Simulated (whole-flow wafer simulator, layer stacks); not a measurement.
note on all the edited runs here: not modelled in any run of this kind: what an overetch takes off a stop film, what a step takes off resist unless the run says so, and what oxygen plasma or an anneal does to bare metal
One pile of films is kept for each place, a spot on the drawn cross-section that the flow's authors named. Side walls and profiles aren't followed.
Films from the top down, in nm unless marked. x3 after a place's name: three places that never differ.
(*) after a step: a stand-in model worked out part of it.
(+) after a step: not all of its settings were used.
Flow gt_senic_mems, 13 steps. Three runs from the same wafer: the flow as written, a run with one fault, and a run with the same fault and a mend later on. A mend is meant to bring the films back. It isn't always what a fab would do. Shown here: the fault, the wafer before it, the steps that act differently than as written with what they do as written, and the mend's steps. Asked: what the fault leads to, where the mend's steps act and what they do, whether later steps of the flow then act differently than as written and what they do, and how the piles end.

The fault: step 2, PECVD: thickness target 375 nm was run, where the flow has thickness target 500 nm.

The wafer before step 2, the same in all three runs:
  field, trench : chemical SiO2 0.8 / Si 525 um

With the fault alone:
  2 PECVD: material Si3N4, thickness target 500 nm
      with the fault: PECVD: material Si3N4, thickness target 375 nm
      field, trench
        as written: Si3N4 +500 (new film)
        with the fault: Si3N4 +375 (new film)
  Later steps of the flow that act differently than as written (1 more step differs only slightly, by at most 2% or 0.5 nm, whichever is larger, and isn't shown):
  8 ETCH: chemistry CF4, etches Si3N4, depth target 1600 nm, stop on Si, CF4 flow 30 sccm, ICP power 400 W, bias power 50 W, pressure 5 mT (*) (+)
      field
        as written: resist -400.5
        with the fault: resist -317.2
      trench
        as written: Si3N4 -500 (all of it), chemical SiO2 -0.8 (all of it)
        with the fault: Si3N4 -375 (all of it), chemical SiO2 -0.8 (all of it)
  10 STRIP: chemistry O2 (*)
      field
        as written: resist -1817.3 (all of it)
        with the fault: resist -1900.6 (all of it)
  At the end the piles differ from the flow's by more than 2% or 0.5 nm, whichever is larger, at field.
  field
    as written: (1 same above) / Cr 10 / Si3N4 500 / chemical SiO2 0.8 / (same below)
    with the fault: (1 same above) / Cr 10 / Si3N4 375 / chemical SiO2 0.8 / (same below)

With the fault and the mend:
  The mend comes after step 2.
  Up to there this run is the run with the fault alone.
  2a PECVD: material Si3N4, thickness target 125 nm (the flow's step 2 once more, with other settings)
      field, trench
        Si3N4 +125
  No later step of the flow acts differently than as written at any place that is followed.
  At the end the piles are the same as the flow's at every place that both follow.
